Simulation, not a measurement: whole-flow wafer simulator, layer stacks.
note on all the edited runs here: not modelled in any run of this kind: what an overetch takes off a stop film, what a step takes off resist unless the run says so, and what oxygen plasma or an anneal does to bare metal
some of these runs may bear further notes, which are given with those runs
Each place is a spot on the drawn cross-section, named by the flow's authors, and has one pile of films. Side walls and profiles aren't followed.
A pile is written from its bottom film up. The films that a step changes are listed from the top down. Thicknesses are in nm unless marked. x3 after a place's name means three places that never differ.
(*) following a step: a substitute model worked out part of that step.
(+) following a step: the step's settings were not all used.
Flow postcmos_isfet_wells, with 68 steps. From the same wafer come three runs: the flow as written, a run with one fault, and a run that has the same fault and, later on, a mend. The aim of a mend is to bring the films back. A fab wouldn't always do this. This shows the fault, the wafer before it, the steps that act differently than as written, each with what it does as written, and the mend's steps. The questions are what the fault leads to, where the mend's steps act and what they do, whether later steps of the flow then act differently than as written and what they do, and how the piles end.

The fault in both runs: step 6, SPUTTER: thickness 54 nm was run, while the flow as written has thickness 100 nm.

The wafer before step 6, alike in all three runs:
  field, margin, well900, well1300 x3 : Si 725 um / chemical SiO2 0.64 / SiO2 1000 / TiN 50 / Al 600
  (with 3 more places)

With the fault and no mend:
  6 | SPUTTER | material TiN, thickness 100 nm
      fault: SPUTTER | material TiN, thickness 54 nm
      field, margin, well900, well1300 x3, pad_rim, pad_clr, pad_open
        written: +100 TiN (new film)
        fault: +54 TiN (new film)
  Later steps of the flow acting differently than as written (1 other step is not shown; it differs only slightly, by no more than 2% or 0.5 nm, whichever is larger):
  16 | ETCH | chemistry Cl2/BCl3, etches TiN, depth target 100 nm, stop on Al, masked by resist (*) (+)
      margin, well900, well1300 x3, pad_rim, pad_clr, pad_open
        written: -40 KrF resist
        fault: -32.4 KrF resist
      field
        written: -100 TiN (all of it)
        fault: -54 TiN (all of it)
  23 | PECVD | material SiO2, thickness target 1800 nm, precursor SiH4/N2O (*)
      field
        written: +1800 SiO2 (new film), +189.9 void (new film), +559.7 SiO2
        fault: +1800 SiO2 (new film), +155.7 void (new film), +547.9 SiO2
  The piles end different from the flow's at field, margin, well900, well1300 x3, pad_rim, pad_clr, pad_open by more than 2% or 0.5 nm, whichever is larger.
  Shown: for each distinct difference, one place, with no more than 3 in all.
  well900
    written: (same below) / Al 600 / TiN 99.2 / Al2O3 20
    fault: (same below) / Al 600 / TiN 53.2 / Al2O3 20
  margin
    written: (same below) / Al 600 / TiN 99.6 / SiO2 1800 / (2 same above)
    fault: (same below) / Al 600 / TiN 53.6 / SiO2 1800 / (2 same above)
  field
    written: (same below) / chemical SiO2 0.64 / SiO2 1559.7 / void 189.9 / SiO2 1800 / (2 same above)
    fault: (same below) / chemical SiO2 0.64 / SiO2 1547.9 / void 155.7 / SiO2 1800 / (2 same above)

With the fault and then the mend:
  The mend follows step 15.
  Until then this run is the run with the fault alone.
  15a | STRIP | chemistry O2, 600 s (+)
      margin, well900, well1300 x3, pad_rim, pad_clr, pad_open
        -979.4 KrF resist (all of it)
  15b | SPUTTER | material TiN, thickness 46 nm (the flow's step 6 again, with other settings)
      field, margin, well900, well1300 x3, pad_rim, pad_clr, pad_open
        +46 TiN
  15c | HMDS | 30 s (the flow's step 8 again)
      leaves every film unchanged at each place that is followed
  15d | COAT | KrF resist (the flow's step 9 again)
      field, margin, well900, well1300 x3, pad_rim, pad_clr, pad_open
        +1000 KrF resist (new film)
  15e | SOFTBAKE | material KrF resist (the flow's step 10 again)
      leaves every film unchanged at each place that is followed
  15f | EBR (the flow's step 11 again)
      leaves every film unchanged at each place that is followed
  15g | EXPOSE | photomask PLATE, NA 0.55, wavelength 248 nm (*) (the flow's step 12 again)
      leaves every film unchanged at each place that is followed
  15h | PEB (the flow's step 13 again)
      field, margin, well900, well1300 x3, pad_rim, pad_clr, pad_open
        -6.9 KrF resist
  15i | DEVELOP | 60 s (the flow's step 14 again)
      margin, well900, well1300 x3, pad_rim, pad_clr, pad_open
        -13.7 KrF resist
      field
        -993.1 KrF resist (all of it)
  None of the later steps of the flow acts differently than as written at any place that is followed.
  At every place that both follow, the piles at the end match the flow's.
